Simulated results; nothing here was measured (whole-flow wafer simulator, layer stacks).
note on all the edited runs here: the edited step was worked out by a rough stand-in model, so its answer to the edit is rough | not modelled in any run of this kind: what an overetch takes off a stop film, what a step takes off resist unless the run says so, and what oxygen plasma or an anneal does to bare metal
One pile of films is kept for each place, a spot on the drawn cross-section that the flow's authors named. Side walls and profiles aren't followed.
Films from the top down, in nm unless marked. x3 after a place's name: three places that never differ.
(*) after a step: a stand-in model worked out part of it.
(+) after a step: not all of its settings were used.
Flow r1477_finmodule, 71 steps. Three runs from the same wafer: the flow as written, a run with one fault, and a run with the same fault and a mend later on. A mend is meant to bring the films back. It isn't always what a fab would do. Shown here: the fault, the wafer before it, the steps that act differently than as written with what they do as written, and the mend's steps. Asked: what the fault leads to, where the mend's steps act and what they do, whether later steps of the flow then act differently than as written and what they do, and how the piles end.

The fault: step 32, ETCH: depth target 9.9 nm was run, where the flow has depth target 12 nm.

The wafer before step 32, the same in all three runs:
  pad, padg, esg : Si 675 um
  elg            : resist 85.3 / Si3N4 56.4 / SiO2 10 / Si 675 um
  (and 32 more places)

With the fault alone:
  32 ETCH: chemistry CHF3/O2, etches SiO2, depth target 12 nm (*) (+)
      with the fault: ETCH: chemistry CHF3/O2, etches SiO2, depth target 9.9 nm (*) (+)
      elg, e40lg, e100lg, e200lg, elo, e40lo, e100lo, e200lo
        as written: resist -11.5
        with the fault: resist -9.49
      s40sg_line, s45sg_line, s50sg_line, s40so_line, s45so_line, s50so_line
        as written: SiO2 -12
        with the fault: SiO2 -9.9
  Later steps of the flow that act differently than as written (5 more steps differ only slightly, by at most 2% or 0.5 nm, whichever is larger, and aren't shown):
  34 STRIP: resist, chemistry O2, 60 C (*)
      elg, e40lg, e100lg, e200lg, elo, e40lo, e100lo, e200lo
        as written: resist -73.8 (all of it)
        with the fault: resist -75.8 (all of it)
  At the end the piles differ from the flow's only slightly at the places that both follow, by at most 2% or 0.5 nm, whichever is larger.

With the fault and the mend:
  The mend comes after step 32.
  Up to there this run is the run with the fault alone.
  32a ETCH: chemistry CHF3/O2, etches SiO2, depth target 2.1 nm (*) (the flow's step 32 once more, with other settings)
      pad, padg, e40sg and 11 more
        Si -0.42
      elg, e40lg, e100lg, e200lg, elo, e40lo, e100lo, e200lo
        resist -2.01
      s40sg_line, s45sg_line, s50sg_line, s40so_line, s45so_line, s50so_line
        SiO2 -2.1
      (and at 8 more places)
  No later step of the flow acts differently than as written, at any place that is followed, by more than 2% or 0.5 nm, whichever is larger.
  At the end the piles differ from the flow's only slightly at the places that both follow, by at most 2% or 0.5 nm, whichever is larger.
